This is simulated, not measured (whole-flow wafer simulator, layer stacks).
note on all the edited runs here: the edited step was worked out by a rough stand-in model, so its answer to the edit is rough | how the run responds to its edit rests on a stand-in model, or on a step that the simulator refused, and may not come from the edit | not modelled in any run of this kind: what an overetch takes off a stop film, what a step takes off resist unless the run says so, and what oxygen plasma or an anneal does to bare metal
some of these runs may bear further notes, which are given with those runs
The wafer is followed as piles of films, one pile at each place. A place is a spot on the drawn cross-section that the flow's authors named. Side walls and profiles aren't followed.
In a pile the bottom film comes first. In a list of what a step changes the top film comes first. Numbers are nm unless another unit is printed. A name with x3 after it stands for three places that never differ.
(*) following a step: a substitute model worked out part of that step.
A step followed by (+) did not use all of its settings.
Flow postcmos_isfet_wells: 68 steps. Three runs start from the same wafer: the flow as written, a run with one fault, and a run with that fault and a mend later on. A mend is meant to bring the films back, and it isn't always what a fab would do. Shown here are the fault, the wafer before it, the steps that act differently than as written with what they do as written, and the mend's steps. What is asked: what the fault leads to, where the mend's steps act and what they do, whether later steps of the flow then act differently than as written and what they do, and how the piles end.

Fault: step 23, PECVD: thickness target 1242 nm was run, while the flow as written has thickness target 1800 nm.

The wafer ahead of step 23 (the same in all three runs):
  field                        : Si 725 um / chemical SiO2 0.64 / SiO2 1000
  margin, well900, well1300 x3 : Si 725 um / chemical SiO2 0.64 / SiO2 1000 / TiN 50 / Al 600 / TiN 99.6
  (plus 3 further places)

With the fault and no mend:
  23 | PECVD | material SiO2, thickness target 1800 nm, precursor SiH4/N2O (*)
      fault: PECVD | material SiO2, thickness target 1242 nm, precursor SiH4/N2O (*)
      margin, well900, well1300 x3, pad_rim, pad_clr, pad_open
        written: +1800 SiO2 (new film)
        fault: +1242 SiO2 (new film)
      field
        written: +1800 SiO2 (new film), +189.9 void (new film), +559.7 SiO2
        fault: +1242 SiO2 (new film), +190.1 void (new film), +559.5 SiO2
  Steps later in the flow that act otherwise than as written (not shown: 1 more step that differs only slightly, by at most 2% or 0.5 nm, whichever is larger):
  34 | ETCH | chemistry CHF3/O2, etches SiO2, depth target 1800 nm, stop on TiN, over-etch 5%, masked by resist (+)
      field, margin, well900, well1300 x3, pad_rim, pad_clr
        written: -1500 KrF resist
        fault: -1086.8 KrF resist
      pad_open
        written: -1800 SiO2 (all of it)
        fault: -1242 SiO2 (all of it)
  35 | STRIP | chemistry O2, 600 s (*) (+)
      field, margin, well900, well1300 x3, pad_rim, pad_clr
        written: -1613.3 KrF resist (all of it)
        fault: -2026.6 KrF resist (all of it)
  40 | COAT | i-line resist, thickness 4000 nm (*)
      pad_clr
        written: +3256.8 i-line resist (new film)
        fault: +3433.7 i-line resist (new film)
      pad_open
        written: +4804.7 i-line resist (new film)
        fault: +4603.6 i-line resist (new film)
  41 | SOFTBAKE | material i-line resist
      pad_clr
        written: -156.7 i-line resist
        fault: -103.5 i-line resist
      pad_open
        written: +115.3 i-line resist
        fault: +89.4 i-line resist
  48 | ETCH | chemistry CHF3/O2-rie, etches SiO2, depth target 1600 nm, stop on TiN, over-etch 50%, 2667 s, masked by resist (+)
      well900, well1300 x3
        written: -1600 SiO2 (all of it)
        fault: -1042 SiO2 (all of it)
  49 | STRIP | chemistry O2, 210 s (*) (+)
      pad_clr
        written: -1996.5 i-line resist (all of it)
        fault: -2226.5 i-line resist (all of it)
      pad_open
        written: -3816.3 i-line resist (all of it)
        fault: -3589.3 i-line resist (all of it)
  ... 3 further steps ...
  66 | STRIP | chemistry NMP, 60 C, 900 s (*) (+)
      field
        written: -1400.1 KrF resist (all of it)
        fault: -1664.8 KrF resist (all of it)
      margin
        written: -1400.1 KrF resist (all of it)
        fault: -1664.7 KrF resist (all of it)
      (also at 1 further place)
  At field, margin, pad_rim, pad_clr, the piles at the end differ from the flow's by more than 2% or 0.5 nm, whichever is larger.
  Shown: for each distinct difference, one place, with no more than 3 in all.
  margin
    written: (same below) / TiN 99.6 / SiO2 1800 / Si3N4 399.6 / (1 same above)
    fault: (same below) / TiN 99.6 / SiO2 1242 / Si3N4 399.6 / (1 same above)
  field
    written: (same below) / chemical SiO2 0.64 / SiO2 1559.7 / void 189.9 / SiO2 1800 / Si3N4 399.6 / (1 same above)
    fault: (same below) / chemical SiO2 0.64 / SiO2 1559.5 / void 190.1 / SiO2 1242 / Si3N4 399.6 / (1 same above)
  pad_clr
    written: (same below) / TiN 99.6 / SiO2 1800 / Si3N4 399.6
    fault: (same below) / TiN 99.6 / SiO2 1242 / Si3N4 399.6

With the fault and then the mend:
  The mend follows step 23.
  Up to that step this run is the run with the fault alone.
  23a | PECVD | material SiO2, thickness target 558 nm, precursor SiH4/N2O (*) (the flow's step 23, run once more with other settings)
      field, margin, well900, well1300 x3, pad_rim, pad_clr, pad_open
        +558 SiO2
  None of the later steps of the flow acts differently than as written at any place that is followed.
  The piles end only slightly different from the flow's at the places that both follow, by no more than 2% or 0.5 nm, whichever is larger.
